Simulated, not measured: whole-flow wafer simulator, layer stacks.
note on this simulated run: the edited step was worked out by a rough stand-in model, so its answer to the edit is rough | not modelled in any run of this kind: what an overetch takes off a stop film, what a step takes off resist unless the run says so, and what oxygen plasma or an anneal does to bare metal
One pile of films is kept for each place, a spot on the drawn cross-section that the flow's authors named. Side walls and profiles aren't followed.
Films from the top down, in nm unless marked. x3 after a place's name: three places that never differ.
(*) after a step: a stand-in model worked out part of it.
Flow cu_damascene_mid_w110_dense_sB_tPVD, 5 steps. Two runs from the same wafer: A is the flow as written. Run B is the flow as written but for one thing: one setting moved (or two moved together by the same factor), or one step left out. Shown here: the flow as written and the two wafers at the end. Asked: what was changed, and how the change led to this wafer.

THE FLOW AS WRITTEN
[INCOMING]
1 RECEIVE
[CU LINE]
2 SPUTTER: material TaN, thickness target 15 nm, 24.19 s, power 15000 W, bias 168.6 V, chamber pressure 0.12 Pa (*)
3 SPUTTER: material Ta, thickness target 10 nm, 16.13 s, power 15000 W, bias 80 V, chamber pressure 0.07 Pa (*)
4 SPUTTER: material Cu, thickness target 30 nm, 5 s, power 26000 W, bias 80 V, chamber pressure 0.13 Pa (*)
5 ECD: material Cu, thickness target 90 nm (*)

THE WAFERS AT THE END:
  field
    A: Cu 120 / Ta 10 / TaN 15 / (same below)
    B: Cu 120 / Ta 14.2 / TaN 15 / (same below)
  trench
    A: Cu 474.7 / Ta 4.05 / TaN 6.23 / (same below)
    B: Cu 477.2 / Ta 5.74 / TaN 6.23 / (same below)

The cause: step 3, SPUTTER: thickness target 14.2 nm was run, where the flow has thickness target 10 nm; step 3, SPUTTER: 22.99 s was run, where the flow has 16.13 s.
It can be read off the wafer: field has Ta 14.2, and step 3 as written asks for 10 nm.

How the change led to this, step by step:
  3 SPUTTER: material Ta, thickness target 10 nm, 16.13 s, power 15000 W, bias 80 V, chamber pressure 0.07 Pa (*)
      field: A Ta +10 (new film) | B Ta +14.2 (new film)
      trench: A Ta +4.05 (new film) | B Ta +5.74 (new film)
